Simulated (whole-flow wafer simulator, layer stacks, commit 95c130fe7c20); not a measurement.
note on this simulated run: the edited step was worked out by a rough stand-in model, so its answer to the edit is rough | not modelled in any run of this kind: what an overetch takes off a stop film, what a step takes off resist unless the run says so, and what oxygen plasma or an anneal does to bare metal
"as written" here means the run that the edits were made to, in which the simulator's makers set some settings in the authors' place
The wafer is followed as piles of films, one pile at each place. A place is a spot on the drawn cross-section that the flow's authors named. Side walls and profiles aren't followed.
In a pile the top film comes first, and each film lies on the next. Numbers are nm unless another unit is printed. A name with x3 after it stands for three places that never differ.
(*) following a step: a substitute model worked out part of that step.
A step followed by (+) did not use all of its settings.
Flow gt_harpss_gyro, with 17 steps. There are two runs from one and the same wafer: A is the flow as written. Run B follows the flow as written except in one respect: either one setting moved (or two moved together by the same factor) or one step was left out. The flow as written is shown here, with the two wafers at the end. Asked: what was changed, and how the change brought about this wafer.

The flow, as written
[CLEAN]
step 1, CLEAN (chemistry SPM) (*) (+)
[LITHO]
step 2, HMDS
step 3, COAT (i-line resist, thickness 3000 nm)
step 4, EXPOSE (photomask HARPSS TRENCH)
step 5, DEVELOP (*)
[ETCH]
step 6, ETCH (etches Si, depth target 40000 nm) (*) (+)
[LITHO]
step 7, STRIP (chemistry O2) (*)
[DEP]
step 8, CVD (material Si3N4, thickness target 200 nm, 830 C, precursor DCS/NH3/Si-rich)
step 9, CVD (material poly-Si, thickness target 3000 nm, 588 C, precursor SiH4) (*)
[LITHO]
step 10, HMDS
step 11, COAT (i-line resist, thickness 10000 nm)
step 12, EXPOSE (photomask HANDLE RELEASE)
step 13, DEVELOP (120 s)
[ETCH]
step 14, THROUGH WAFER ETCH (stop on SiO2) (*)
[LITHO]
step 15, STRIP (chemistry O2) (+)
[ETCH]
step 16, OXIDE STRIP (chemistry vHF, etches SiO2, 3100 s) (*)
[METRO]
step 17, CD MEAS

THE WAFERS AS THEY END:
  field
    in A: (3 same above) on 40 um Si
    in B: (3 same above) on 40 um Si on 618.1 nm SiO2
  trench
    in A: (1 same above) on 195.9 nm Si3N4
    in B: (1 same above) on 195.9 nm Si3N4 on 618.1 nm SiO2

The reason: step 16, OXIDE STRIP: 1782 s was run, though the flow has 3100 s.

Step by step, how the change led to this:
  step 16, OXIDE STRIP (chemistry vHF, etches SiO2, 3100 s) (*)
      field: A under 4 films: SiO2 loses 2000 (all of it) | B under 4 films: SiO2 loses 1381.9
      trench: A under 2 films: SiO2 loses 2000 (all of it) | B under 2 films: SiO2 loses 1381.9
